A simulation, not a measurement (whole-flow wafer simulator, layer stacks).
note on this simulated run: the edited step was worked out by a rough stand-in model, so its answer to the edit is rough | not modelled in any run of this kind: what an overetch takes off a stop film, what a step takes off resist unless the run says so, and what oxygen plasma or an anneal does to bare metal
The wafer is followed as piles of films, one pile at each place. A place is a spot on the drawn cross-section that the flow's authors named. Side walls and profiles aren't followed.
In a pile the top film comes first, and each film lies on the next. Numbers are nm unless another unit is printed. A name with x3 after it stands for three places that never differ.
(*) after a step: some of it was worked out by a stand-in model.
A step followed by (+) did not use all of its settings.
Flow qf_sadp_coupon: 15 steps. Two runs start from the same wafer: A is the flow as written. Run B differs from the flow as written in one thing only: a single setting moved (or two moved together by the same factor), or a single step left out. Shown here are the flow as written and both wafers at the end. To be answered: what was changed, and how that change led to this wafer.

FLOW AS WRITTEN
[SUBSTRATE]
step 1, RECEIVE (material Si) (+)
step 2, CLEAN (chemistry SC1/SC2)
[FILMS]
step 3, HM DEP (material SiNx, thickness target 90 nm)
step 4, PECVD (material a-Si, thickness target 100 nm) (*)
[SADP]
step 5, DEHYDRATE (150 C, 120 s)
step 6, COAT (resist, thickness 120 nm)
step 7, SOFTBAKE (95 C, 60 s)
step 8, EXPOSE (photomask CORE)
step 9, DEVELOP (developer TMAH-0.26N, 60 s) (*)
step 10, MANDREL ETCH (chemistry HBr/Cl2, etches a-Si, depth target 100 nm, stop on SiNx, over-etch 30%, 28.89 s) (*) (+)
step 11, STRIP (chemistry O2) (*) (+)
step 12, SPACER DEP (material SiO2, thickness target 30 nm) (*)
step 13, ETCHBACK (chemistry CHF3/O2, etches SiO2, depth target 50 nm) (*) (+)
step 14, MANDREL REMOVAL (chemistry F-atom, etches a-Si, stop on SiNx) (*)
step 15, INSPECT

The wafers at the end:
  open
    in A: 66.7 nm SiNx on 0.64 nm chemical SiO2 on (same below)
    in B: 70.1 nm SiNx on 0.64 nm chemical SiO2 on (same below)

What caused this: step 4, PECVD: thickness target 123.9 nm was run, while the flow as written has thickness target 100 nm.

Step by step, how the change led to this:
  step 4, PECVD (material a-Si, thickness target 100 nm) (*)
      m, open: A a-Si gains 100 (new film) | B a-Si gains 123.9 (new film)
  step 10, MANDREL ETCH (chemistry HBr/Cl2, etches a-Si, depth target 100 nm, stop on SiNx, over-etch 30%, 28.89 s) (*) (+)
      open: A a-Si loses 100 (all of it), SiNx loses 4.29 | B a-Si loses 123.9 (all of it), SiNx loses 0.87
  step 14, MANDREL REMOVAL (chemistry F-atom, etches a-Si, stop on SiNx) (*)
      m: A a-Si loses 95.8 (all of it) | B a-Si loses 119.7 (all of it)
